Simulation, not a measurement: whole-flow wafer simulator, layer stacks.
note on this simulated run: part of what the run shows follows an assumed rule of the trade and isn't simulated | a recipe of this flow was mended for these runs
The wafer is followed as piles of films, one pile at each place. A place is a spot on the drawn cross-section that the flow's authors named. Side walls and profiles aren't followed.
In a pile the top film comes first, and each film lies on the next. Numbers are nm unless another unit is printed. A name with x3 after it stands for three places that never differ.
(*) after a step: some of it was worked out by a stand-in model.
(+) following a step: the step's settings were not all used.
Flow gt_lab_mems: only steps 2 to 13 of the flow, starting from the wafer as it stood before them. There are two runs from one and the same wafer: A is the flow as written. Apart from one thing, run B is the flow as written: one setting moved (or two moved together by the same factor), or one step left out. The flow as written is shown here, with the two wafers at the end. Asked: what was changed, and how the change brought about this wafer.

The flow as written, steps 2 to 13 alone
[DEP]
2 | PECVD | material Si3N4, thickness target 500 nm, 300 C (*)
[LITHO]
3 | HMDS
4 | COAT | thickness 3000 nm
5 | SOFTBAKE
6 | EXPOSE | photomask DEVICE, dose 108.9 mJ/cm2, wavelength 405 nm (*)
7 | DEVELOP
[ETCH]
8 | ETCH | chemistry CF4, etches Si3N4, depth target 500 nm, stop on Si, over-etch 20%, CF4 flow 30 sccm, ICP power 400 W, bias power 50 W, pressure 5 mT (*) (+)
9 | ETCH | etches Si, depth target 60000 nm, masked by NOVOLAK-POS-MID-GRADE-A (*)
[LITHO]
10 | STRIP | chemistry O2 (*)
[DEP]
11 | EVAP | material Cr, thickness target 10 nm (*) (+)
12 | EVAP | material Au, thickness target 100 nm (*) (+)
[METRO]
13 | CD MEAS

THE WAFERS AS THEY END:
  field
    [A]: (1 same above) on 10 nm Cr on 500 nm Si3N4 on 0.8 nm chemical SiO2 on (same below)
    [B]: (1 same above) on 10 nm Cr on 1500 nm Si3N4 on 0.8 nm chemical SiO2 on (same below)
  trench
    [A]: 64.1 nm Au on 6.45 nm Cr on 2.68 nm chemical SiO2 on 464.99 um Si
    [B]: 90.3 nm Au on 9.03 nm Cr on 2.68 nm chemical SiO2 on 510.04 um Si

Cause: step 2, PECVD: thickness target 1500 nm was run, though the flow has thickness target 500 nm.
The wafer itself shows it: field has Si3N4 1500, and step 2 as written asks for 500 nm.

Step by step, how the change led to this:
  2 | PECVD | material Si3N4, thickness target 500 nm, 300 C (*)
      field, trench: A +500 Si3N4 (new film) | B +1500 Si3N4 (new film)
  8 | ETCH | chemistry CF4, etches Si3N4, depth target 500 nm, stop on Si, over-etch 20%, CF4 flow 30 sccm, ICP power 400 W, bias power 50 W, pressure 5 mT (*) (+)
      trench: A -500 Si3N4 (all of it), -0.8 chemical SiO2 (all of it), -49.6 Si | B -600 Si3N4
  9 | ETCH | etches Si, depth target 60000 nm, masked by NOVOLAK-POS-MID-GRADE-A (*)
      trench: A -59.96 um Si | B -900 Si3N4 (all of it), -0.8 chemical SiO2 (all of it), -14.96 um Si
  11 | EVAP | material Cr, thickness target 10 nm (*) (+)
      trench: A +6.45 Cr (new film) | B +9.03 Cr (new film)
  12 | EVAP | material Au, thickness target 100 nm (*) (+)
      trench: A +64.1 Au (new film) | B +90.3 Au (new film)
